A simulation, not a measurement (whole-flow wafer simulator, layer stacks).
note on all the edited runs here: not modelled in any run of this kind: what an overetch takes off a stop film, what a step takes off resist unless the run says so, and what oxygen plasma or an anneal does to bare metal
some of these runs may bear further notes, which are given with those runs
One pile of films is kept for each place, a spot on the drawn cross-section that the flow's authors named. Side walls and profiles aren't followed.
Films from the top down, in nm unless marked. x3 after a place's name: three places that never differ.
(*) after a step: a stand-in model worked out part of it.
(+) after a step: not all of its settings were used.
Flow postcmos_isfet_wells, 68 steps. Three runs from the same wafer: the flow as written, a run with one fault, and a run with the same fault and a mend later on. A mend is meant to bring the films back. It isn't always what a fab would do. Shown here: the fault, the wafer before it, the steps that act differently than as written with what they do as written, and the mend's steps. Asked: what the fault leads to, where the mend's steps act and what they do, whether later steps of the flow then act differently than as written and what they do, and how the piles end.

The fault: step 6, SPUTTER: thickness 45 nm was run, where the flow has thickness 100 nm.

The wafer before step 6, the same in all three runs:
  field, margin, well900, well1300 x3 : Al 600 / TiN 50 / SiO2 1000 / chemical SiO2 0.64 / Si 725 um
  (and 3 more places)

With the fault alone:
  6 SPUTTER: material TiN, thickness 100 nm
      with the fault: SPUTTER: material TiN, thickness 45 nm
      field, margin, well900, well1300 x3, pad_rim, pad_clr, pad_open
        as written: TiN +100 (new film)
        with the fault: TiN +45 (new film)
  Later steps of the flow that act differently than as written:
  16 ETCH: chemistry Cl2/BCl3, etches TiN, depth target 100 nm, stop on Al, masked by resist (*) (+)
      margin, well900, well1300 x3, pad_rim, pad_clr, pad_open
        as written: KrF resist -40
        with the fault: KrF resist -27
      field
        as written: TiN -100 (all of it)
        with the fault: TiN -45 (all of it)
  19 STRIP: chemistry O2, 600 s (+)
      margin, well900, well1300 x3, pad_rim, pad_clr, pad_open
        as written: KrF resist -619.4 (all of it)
        with the fault: KrF resist -632.4 (all of it)
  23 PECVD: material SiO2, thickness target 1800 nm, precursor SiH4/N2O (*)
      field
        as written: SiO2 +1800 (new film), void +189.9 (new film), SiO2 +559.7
        with the fault: SiO2 +1800 (new film), void +149.2 (new film), SiO2 +545.4
  At the end the piles differ from the flow's by more than 2% or 0.5 nm, whichever is larger, at field, margin, well900, well1300 x3, pad_rim, pad_clr, pad_open.
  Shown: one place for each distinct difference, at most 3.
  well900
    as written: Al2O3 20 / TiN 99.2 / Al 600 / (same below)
    with the fault: Al2O3 20 / TiN 44.2 / Al 600 / (same below)
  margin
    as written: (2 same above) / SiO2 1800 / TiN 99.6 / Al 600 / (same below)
    with the fault: (2 same above) / SiO2 1800 / TiN 44.6 / Al 600 / (same below)
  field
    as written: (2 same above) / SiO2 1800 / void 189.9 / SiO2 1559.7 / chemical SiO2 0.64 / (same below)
    with the fault: (2 same above) / SiO2 1800 / void 149.2 / SiO2 1545.4 / chemical SiO2 0.64 / (same below)

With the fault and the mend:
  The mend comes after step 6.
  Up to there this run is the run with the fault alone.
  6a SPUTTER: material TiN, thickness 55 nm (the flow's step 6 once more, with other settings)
      field, margin, well900, well1300 x3, pad_rim, pad_clr, pad_open
        TiN +55
  No later step of the flow acts differently than as written at any place that is followed.
  At the end the piles are the same as the flow's at every place that both follow.
